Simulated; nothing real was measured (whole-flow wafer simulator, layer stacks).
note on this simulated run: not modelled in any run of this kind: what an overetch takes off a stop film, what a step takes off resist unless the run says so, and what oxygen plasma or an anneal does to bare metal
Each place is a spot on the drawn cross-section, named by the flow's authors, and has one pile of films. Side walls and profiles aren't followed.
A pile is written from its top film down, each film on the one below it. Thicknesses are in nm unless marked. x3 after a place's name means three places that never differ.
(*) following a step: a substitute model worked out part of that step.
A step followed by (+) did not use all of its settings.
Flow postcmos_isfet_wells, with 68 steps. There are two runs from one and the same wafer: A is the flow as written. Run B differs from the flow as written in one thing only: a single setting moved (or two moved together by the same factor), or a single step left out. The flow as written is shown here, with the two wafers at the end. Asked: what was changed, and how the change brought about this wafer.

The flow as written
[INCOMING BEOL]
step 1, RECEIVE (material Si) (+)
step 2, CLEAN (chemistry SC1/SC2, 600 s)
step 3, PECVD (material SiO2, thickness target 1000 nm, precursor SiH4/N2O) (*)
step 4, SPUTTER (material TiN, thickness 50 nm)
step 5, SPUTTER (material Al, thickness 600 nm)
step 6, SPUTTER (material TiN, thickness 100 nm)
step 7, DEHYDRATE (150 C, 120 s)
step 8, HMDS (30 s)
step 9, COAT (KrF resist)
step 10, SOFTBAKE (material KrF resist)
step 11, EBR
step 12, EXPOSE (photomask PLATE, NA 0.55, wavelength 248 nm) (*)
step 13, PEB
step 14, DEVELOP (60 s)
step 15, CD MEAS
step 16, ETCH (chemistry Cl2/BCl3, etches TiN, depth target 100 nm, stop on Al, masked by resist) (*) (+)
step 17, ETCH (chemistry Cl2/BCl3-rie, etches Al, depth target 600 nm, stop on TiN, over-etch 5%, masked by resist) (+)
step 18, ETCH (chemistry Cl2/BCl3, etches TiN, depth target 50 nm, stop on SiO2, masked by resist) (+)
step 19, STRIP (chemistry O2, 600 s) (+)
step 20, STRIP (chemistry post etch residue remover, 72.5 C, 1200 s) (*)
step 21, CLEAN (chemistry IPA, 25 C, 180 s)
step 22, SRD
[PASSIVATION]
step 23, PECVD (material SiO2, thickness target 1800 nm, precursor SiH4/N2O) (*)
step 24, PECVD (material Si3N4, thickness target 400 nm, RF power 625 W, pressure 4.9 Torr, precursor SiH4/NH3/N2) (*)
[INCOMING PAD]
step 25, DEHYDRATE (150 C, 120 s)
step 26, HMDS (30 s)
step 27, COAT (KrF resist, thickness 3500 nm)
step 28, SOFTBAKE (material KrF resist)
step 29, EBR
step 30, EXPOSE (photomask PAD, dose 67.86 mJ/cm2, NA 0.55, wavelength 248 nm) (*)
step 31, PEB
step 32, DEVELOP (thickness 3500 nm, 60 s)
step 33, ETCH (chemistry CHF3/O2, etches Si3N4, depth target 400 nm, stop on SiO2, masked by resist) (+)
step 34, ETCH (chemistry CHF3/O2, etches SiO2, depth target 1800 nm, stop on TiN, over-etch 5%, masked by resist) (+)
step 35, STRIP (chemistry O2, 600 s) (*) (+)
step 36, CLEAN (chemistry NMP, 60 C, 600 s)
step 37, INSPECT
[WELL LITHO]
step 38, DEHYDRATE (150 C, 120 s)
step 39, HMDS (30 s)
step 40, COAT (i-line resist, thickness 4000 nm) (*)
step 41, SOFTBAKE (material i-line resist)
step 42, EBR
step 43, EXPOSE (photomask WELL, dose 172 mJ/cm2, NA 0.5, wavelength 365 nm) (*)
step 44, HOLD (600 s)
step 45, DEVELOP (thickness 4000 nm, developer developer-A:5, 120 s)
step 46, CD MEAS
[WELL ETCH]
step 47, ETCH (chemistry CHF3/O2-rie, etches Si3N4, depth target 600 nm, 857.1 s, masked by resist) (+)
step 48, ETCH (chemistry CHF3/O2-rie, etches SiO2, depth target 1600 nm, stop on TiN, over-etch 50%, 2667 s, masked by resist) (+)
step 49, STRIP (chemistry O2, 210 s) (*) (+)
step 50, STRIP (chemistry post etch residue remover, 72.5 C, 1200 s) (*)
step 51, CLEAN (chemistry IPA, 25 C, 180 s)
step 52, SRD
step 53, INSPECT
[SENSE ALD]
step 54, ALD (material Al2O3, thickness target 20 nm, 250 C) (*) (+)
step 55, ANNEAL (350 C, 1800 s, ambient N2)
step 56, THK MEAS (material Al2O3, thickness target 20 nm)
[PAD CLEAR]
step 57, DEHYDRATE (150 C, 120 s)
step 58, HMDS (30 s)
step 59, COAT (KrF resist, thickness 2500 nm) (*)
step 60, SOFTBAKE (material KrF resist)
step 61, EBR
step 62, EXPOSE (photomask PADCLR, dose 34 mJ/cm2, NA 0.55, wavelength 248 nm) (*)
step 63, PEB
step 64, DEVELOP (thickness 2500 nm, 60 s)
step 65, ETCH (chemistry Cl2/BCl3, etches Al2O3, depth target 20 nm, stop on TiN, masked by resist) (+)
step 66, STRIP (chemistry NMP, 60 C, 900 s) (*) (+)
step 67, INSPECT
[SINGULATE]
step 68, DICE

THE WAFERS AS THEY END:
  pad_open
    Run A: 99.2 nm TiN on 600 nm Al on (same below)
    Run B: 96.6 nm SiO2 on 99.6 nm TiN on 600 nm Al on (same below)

Cause: step 33, ETCH: depth target 308 nm was run, while the flow as written has depth target 400 nm.

How this came from the change, step by step:
  step 33, ETCH (chemistry CHF3/O2, etches Si3N4, depth target 400 nm, stop on SiO2, masked by resist) (+)
      pad_open: A -400 Si3N4 (all of it) | B -308 Si3N4
      field, margin, well900, well1300 x3, pad_rim, pad_clr: A -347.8 KrF resist | B -267.8 KrF resist
  step 34, ETCH (chemistry CHF3/O2, etches SiO2, depth target 1800 nm, stop on TiN, over-etch 5%, masked by resist) (+)
      pad_open: A -1800 SiO2 (all of it) | B -92 Si3N4 (all of it), -1703.4 SiO2
  step 35, STRIP (chemistry O2, 600 s) (*) (+)
      field, margin, well900, well1300 x3, pad_rim, pad_clr: A -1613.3 KrF resist (all of it) | B -1693.3 KrF resist (all of it)
  step 41, SOFTBAKE (material i-line resist)
      pad_clr: A -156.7 i-line resist | B -147 i-line resist
      pad_open: A +115.3 i-line resist | B +111.1 i-line resist
